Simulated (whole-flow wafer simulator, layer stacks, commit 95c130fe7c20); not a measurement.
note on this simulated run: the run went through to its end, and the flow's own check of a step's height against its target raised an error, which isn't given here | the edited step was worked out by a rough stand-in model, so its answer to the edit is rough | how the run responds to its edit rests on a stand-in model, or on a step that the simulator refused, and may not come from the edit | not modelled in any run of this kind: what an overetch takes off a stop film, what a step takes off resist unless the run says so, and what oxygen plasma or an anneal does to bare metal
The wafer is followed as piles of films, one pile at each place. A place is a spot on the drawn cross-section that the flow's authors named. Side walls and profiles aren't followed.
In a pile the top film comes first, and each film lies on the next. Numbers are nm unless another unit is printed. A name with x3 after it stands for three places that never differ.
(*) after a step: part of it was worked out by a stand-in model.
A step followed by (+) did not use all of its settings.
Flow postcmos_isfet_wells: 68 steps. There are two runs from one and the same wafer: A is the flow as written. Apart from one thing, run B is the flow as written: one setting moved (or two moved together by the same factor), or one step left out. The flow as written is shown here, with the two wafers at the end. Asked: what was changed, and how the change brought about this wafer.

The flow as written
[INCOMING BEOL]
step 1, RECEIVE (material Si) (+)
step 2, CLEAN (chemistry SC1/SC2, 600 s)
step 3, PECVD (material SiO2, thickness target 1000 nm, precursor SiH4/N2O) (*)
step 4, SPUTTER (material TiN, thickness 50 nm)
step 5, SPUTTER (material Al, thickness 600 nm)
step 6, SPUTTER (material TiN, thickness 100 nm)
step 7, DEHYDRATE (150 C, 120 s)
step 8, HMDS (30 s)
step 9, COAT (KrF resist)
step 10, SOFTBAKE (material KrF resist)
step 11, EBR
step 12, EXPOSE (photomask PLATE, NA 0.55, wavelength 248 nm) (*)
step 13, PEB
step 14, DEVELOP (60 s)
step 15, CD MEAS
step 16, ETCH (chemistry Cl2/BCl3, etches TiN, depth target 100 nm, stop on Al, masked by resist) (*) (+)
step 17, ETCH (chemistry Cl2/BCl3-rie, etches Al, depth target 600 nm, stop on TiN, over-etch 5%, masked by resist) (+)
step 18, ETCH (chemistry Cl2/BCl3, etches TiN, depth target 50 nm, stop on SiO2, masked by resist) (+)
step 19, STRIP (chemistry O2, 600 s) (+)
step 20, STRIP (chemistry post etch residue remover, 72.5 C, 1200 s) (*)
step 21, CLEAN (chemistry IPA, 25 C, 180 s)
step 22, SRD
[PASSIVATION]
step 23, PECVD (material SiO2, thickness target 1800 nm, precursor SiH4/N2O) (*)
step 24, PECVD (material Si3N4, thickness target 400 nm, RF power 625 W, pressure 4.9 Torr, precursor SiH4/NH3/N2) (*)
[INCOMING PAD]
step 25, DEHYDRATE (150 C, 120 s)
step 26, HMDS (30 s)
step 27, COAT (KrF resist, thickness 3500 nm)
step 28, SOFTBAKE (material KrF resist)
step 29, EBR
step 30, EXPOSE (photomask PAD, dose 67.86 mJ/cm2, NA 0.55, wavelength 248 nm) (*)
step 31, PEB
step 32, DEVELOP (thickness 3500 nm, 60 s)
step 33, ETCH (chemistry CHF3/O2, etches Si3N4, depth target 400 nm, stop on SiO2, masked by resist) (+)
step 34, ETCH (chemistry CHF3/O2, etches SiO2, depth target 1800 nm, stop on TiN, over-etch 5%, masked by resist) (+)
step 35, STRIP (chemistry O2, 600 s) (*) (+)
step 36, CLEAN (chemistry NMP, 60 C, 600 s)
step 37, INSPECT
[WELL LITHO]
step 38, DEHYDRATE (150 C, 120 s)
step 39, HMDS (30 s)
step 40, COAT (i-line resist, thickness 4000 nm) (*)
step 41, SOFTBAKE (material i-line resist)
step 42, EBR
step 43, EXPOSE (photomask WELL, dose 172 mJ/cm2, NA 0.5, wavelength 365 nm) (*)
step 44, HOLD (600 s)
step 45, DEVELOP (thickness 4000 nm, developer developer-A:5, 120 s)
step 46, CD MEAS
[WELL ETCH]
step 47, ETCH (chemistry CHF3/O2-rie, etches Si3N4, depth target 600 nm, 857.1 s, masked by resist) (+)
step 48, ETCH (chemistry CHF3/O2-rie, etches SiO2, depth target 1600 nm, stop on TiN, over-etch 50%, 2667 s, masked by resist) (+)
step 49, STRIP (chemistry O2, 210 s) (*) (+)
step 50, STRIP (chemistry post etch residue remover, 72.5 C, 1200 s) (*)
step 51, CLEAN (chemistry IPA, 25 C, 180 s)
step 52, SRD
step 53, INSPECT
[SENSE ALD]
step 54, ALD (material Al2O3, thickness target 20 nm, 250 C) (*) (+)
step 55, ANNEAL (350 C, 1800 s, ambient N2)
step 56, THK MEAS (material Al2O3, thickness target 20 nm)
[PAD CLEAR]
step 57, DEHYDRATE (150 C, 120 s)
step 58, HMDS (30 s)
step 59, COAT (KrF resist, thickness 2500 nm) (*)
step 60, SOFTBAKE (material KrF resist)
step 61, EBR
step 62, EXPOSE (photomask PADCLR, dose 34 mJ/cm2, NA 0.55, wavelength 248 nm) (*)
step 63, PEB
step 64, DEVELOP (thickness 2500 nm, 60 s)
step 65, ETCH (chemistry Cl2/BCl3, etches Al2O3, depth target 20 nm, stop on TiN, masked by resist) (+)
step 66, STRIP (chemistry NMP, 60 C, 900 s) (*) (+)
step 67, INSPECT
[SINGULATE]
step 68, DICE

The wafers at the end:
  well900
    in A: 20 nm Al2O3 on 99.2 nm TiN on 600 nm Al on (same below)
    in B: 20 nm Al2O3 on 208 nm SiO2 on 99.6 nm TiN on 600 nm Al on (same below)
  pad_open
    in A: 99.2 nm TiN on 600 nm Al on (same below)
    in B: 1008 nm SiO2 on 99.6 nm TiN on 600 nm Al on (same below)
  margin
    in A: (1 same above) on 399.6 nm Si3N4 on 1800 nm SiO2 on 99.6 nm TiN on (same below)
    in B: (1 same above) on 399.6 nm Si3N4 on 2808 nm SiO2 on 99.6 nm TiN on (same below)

Cause: step 23, PECVD: thickness target 2808 nm was run, while the flow as written has thickness target 1800 nm.
One can read it off the wafer: margin has SiO2 2808, and step 23 as written asks for 1800 nm.

The path from the change to this, step by step:
  step 23, PECVD (material SiO2, thickness target 1800 nm, precursor SiH4/N2O) (*)
      margin, well900, well1300 x3, pad_rim, pad_clr, pad_open: A SiO2 gains 1800 (new film) | B SiO2 gains 2808 (new film)
      field: A SiO2 gains 1800 (new film), void gains 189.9 (new film), SiO2 gains 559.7 | B SiO2 gains 2808 (new film), void gains 189.7 (new film), SiO2 gains 559.8
  step 34, ETCH (chemistry CHF3/O2, etches SiO2, depth target 1800 nm, stop on TiN, over-etch 5%, masked by resist) (+)
      pad_open: A SiO2 loses 1800 (all of it) | B SiO2 loses 1800
  step 48, ETCH (chemistry CHF3/O2-rie, etches SiO2, depth target 1600 nm, stop on TiN, over-etch 50%, 2667 s, masked by resist) (+)
      well900, well1300 x3: A SiO2 loses 1600 (all of it) | B SiO2 loses 2400
  step 59, COAT (KrF resist, thickness 2500 nm) (*)
      field: A KrF resist gains 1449 (new film) | B KrF resist gains 1067 (new film)
      margin: A KrF resist gains 1448.9 (new film) | B KrF resist gains 1066.9 (new film)
  step 63, PEB
      field, margin: A KrF resist loses 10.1 | B KrF resist loses 7.38
  step 66, STRIP (chemistry NMP, 60 C, 900 s) (*) (+)
      field: A KrF resist loses 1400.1 (all of it) | B KrF resist loses 1020.9 (all of it)
      margin: A KrF resist loses 1400.1 (all of it) | B KrF resist loses 1020.8 (all of it)
